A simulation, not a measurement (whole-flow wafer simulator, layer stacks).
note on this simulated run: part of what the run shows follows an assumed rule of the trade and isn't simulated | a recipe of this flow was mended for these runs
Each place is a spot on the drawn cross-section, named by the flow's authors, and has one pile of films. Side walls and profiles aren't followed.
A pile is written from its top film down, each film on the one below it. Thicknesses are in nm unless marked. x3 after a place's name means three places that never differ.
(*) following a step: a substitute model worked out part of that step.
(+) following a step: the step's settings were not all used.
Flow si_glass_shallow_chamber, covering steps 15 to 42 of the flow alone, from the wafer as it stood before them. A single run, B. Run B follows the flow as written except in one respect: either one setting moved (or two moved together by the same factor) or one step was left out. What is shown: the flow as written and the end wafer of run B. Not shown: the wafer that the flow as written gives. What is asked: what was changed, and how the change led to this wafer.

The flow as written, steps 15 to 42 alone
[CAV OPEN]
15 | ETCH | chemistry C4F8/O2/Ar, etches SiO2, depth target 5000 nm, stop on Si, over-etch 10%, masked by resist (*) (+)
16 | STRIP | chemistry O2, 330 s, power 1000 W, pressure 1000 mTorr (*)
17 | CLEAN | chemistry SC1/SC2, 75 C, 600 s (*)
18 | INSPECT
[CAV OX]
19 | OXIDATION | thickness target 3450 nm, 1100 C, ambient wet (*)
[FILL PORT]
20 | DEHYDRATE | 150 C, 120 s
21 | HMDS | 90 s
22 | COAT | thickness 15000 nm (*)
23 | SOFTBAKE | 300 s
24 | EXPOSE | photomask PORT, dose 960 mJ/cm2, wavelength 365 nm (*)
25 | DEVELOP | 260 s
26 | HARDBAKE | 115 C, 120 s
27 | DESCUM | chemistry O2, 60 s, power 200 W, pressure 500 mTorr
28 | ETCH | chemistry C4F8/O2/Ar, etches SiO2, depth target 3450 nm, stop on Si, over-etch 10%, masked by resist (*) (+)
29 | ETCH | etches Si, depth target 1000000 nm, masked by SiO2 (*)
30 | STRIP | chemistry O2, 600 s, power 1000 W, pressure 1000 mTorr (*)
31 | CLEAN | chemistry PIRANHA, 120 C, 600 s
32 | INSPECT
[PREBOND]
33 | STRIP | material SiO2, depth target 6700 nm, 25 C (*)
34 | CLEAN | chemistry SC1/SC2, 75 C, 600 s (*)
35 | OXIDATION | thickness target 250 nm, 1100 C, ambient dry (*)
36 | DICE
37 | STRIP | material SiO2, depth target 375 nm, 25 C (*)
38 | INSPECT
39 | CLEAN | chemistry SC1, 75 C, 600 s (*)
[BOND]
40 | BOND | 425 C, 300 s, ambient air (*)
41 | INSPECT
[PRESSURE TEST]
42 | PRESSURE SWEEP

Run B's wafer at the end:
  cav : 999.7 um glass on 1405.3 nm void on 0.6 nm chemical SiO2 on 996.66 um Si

The reason: step 15, ETCH: depth target 7250 nm was run, whereas the flow has depth target 5000 nm.

Step by step, how the change led to this:
  15 | ETCH | chemistry C4F8/O2/Ar, etches SiO2, depth target 5000 nm, stop on Si, over-etch 10%, masked by resist (*) (+)
      cav, port: SiO2 loses 5000 (all of it), Si loses 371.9 (in the flow as written it would be: SiO2 loses 5000 (all of it), Si loses 62.5)
  22 | COAT | thickness 15000 nm (*)
      rim: thick-i-line-resist gains 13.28 um (new film) (in the flow as written it would be: thick-i-line-resist gains 13.4 um (new film))
      ramp: thick-i-line-resist gains 12.72 um (new film) (in the flow as written it would be: thick-i-line-resist gains 12.89 um (new film))
      (also at 4 further places)
  23 | SOFTBAKE | 300 s
      rim: thick-i-line-resist loses 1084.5 (in the flow as written it would be: thick-i-line-resist loses 997)
      ramp: thick-i-line-resist loses 533.7 (in the flow as written it would be: thick-i-line-resist loses 487.1)
      (also at 4 further places)
  25 | DEVELOP | 260 s
      port: thick-i-line-resist loses 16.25 um (all of it) (in the flow as written it would be: thick-i-line-resist loses 16.16 um (all of it))
  26 | HARDBAKE | 115 C, 120 s
      rim, ramp: thick-i-line-resist loses 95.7 (in the flow as written it would be: thick-i-line-resist loses 98.2)
  29 | ETCH | etches Si, depth target 1000000 nm, masked by SiO2 (*)
      rim, ramp: thick-i-line-resist loses 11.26 um (all of it), SiO2 loses 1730 (in the flow as written it would be: thick-i-line-resist loses 11.47 um (all of it), SiO2 loses 1617.3)
      port: hole gains 996.74 um (new film), Si loses 996.74 um (all of it) (in the flow as written it would be: hole gains 997.05 um (new film), Si loses 997.05 um (all of it))
      (also at 2 further places)
  30 | STRIP | chemistry O2, 600 s, power 1000 W, pressure 1000 mTorr (*)
      cav: thick-i-line-resist loses 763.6 (all of it) (in the flow as written it would be: thick-i-line-resist loses 669.6 (all of it))
  33 | STRIP | material SiO2, depth target 6700 nm, 25 C (*)
      rim, ramp: SiO2 loses 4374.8 (all of it) (in the flow as written it would be: SiO2 loses 4487.5 (all of it))
  40 | BOND | 425 C, 300 s, ambient air (*)
      cav: glass gains 999.7 um (new film), void gains 1405.3 (new film) (in the flow as written it would be: glass gains 999.7 um (new film), void gains 1095.9 (new film))
      port: glass gains 999.7 um (new film), hole gains 1326.6 (in the flow as written it would be: glass gains 999.7 um (new film), hole gains 1017.3)
